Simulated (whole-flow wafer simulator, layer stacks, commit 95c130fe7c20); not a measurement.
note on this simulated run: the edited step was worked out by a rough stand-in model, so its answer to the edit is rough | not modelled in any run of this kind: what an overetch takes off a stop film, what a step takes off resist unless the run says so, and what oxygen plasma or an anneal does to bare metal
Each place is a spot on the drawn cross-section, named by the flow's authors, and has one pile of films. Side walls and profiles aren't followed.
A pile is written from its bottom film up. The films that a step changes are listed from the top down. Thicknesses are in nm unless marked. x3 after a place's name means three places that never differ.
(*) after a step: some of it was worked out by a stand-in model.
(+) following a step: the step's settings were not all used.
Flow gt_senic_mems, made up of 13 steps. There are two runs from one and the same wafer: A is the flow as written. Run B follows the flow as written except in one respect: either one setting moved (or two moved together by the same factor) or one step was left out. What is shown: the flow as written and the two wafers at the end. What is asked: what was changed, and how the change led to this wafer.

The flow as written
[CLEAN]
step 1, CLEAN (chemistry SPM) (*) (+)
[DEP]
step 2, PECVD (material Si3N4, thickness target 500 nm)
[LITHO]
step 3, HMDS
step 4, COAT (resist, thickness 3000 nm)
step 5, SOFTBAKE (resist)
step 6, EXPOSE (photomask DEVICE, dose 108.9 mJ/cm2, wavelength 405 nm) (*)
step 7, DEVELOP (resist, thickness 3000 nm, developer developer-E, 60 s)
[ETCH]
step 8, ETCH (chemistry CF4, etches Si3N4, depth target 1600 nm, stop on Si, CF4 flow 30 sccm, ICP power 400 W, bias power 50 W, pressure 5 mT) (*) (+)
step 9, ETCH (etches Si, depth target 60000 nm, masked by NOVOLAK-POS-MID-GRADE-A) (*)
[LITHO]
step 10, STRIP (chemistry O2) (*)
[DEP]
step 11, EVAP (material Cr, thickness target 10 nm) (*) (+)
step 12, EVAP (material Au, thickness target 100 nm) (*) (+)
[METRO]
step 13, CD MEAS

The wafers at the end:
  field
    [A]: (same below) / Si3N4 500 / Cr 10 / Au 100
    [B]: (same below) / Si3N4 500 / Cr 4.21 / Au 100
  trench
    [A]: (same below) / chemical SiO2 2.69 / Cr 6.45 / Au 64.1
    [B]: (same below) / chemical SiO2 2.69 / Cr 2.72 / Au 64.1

The reason: step 11, EVAP: thickness target 4.21 nm was run, while the flow as written has thickness target 10 nm.
One can read it off the wafer: field has Cr 4.21, and step 11 as written asks for 10 nm.

Step by step, how the change led to this:
  step 11, EVAP (material Cr, thickness target 10 nm) (*) (+)
      field: A +10 Cr (new film) | B +4.21 Cr (new film)
      trench: A +6.45 Cr (new film) | B +2.72 Cr (new film)
